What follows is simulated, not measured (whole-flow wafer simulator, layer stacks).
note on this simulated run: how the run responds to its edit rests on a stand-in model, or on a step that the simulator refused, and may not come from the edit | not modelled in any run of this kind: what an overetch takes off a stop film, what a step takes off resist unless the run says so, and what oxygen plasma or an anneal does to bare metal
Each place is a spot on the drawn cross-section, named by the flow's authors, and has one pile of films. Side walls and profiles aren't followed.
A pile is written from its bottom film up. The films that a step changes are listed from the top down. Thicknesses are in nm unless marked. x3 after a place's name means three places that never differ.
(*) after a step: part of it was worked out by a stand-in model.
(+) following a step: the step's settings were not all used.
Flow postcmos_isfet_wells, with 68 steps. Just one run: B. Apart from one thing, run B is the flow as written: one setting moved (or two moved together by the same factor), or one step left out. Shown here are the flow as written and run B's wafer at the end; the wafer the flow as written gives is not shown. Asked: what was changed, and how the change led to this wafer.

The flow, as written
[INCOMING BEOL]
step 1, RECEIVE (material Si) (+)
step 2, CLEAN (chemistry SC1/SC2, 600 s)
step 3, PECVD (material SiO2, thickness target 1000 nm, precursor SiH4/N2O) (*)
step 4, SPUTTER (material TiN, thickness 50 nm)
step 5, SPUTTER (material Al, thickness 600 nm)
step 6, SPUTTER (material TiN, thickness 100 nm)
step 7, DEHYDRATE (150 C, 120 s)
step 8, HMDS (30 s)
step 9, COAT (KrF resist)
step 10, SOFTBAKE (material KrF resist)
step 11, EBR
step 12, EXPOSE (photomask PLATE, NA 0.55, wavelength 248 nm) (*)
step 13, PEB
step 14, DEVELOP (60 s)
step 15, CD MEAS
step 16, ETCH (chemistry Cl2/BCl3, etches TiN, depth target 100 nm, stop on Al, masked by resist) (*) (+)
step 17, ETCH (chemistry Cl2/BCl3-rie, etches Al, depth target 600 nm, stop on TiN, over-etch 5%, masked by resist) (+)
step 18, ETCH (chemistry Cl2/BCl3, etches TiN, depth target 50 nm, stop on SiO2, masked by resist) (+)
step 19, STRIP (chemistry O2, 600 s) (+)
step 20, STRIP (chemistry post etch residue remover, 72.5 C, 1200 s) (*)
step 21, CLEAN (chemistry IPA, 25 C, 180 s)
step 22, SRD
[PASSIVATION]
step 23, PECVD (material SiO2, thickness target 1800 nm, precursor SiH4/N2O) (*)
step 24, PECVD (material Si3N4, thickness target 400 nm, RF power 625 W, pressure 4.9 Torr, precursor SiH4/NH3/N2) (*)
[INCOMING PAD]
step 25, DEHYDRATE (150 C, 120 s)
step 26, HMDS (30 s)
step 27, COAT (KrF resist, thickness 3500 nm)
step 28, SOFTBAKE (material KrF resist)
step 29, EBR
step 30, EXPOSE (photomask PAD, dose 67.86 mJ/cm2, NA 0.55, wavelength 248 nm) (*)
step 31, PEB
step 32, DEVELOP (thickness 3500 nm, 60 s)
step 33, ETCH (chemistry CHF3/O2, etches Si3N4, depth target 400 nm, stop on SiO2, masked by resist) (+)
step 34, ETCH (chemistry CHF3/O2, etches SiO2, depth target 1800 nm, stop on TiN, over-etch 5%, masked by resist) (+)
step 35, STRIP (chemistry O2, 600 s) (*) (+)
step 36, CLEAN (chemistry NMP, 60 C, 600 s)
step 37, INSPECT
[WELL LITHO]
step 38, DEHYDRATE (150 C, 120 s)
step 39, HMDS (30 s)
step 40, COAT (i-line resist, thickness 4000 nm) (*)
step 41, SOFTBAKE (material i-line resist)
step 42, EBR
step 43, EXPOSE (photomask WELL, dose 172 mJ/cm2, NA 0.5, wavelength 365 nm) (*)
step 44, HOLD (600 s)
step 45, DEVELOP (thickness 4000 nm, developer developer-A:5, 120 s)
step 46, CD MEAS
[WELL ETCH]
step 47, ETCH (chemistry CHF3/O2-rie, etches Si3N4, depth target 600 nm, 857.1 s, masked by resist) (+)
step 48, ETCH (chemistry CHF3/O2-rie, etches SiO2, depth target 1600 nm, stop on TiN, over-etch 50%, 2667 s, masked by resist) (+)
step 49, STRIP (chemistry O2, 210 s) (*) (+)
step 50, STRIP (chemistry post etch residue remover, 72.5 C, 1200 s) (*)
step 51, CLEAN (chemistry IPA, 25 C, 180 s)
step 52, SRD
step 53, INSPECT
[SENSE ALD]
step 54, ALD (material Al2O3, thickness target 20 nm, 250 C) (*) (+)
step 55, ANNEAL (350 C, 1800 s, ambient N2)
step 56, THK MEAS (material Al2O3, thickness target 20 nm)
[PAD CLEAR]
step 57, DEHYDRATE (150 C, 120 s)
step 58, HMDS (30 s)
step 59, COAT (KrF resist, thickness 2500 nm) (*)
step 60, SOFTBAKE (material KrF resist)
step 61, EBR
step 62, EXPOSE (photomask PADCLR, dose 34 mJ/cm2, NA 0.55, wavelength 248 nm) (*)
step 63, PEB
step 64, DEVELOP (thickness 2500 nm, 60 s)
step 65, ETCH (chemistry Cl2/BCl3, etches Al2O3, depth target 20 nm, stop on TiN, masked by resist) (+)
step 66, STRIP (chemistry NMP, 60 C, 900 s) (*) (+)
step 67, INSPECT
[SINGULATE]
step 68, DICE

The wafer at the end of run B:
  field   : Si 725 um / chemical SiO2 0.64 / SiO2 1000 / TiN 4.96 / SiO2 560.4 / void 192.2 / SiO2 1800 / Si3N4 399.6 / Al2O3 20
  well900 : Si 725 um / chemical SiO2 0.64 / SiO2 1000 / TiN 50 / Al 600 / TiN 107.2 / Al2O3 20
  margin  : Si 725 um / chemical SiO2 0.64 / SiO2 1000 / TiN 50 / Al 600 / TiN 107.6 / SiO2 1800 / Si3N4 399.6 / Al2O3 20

The reason: step 6, SPUTTER: thickness 108 nm was run, though the flow has thickness 100 nm.

Step by step, how the change led to this:
  step 6, SPUTTER (material TiN, thickness 100 nm)
      field, margin, well900, well1300 x3, pad_rim, pad_clr, pad_open: TiN gains 108 (new film) (as written it would have been: TiN gains 100 (new film))
  step 16, ETCH (chemistry Cl2/BCl3, etches TiN, depth target 100 nm, stop on Al, masked by resist) (*) (+)
      field: TiN loses 100 (as written it would have been: TiN loses 100 (all of it))
  step 17, ETCH (chemistry Cl2/BCl3-rie, etches Al, depth target 600 nm, stop on TiN, over-etch 5%, masked by resist) (+)
      field: TiN loses 8 (all of it), Al loses 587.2 (as written it would have been: Al loses 600 (all of it))
  step 18, ETCH (chemistry Cl2/BCl3, etches TiN, depth target 50 nm, stop on SiO2, masked by resist) (+)
      field: Al loses 12.8 (all of it), TiN loses 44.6 (as written it would have been: TiN loses 50 (all of it))
  step 23, PECVD (material SiO2, thickness target 1800 nm, precursor SiH4/N2O) (*)
      field: SiO2 gains 1800 (new film), void gains 192.2 (new film), SiO2 gains 560.4 (new film) (as written it would have been: SiO2 gains 1800 (new film), void gains 189.9 (new film), SiO2 gains 559.7)
With metal films that touch counted as one body, field has 1 body; the flow as written gives 0 bodies.
